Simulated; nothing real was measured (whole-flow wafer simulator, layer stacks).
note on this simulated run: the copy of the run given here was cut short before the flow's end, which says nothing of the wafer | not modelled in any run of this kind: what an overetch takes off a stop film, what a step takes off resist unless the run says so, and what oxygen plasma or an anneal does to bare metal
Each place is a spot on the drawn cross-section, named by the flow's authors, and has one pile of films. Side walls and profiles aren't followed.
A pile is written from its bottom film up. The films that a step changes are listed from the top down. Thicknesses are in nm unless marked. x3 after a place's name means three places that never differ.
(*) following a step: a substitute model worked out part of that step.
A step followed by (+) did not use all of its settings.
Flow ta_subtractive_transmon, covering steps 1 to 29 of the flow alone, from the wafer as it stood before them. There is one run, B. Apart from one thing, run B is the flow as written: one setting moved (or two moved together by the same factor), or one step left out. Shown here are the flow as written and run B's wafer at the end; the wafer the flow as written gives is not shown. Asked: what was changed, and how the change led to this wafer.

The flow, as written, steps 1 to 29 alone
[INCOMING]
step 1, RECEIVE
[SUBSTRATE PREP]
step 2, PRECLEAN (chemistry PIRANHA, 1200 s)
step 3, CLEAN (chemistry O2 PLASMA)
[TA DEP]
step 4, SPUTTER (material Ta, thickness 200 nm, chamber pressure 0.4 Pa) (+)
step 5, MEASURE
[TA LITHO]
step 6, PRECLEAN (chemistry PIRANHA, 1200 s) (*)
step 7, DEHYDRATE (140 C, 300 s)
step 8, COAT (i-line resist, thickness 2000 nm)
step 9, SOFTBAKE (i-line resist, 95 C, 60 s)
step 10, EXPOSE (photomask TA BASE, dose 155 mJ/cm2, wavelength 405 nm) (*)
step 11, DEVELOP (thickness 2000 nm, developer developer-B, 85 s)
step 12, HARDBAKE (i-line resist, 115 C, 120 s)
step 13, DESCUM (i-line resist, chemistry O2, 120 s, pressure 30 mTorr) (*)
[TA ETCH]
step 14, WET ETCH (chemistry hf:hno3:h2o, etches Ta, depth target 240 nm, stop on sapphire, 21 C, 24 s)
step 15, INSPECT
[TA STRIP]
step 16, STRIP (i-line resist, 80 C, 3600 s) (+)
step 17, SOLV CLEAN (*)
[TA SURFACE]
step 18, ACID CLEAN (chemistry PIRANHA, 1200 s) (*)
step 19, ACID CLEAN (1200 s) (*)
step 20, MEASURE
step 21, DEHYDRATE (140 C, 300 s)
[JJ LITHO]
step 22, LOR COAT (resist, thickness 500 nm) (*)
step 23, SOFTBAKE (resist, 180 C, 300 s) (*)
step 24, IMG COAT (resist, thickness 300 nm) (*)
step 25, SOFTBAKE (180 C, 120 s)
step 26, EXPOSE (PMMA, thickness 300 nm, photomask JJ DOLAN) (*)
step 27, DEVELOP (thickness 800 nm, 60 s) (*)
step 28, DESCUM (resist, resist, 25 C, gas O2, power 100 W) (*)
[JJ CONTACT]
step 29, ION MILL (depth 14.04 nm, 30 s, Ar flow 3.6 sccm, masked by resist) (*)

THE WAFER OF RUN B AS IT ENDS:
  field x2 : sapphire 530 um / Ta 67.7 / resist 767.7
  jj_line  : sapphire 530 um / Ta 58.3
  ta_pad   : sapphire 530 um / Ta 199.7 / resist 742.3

Cause: step 14, WET ETCH: depth target 132 nm was run, whereas the flow has depth target 240 nm; step 14, WET ETCH: 13.2 s was run, where the flow has 24 s.

Step by step, how the change led to this:
  step 14, WET ETCH (chemistry hf:hno3:h2o, etches Ta, depth target 240 nm, stop on sapphire, 21 C, 24 s)
      field x2, jj_line, lead: Ta loses 132 (as written it would have been: Ta loses 200 (all of it))
  step 22, LOR COAT (resist, thickness 500 nm) (*)
      lead: resist gains 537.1 (new film) (as written it would have been: resist gains 554.8 (new film))
      ta_contact: resist gains 461.7 (new film) (as written it would have been: resist gains 443.8 (new film))
  step 24, IMG COAT (resist, thickness 300 nm) (*)
      ta_pad: resist gains 287.5 (as written it would have been: resist gains 281.3)
  step 27, DEVELOP (thickness 800 nm, 60 s) (*)
      lead: resist loses 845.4 (all of it) (as written it would have been: resist loses 867.4 (all of it))
      ta_contact: resist loses 753.5 (all of it) (as written it would have been: resist loses 731.2 (all of it))
  step 29, ION MILL (depth 14.04 nm, 30 s, Ar flow 3.6 sccm, masked by resist) (*)
      jj_line, lead: Ta loses 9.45 (as written it would have been: sapphire loses 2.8)
Taking metal films that touch as one body, field x2 has 1 body; the flow as written gives 0 bodies.
Taking metal films that touch as one body, jj_line has 1 body; the flow as written gives 0 bodies.
